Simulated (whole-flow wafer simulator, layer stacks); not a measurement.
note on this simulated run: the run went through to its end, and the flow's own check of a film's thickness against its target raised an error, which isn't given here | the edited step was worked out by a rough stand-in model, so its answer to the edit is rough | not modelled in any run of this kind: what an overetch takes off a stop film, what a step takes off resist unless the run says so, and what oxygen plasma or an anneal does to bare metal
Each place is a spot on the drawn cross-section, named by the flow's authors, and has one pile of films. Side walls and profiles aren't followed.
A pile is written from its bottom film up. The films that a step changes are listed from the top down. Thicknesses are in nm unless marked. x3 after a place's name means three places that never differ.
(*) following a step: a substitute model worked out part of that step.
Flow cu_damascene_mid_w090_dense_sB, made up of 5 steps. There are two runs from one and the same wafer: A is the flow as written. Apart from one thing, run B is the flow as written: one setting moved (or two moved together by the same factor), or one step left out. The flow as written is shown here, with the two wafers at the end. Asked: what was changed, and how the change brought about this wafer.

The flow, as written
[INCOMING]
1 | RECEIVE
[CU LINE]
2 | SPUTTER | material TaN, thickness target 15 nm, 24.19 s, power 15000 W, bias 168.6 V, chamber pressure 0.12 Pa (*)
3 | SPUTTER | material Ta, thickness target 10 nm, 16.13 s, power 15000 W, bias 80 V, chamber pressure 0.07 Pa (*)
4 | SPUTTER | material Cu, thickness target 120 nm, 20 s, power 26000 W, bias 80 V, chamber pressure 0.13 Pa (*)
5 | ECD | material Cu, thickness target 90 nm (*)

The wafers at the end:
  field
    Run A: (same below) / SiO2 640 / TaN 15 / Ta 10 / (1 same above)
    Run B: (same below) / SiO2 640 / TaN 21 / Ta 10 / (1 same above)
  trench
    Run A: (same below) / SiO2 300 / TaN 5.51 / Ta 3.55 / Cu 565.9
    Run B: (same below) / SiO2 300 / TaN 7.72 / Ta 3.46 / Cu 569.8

The reason: step 2, SPUTTER: thickness target 21 nm was run, while the flow as written has thickness target 15 nm; step 2, SPUTTER: 33.87 s was run, where the flow has 24.19 s.
The wafer itself shows it: field has TaN 21, and step 2 as written asks for 15 nm.

The path from the change to this, step by step:
  2 | SPUTTER | material TaN, thickness target 15 nm, 24.19 s, power 15000 W, bias 168.6 V, chamber pressure 0.12 Pa (*)
      field: A +15 TaN (new film) | B +21 TaN (new film)
      trench: A +5.51 TaN (new film) | B +7.72 TaN (new film)
  4 | SPUTTER | material Cu, thickness target 120 nm, 20 s, power 26000 W, bias 80 V, chamber pressure 0.13 Pa (*)
      trench: A +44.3 Cu (new film) | B +43.3 Cu (new film)
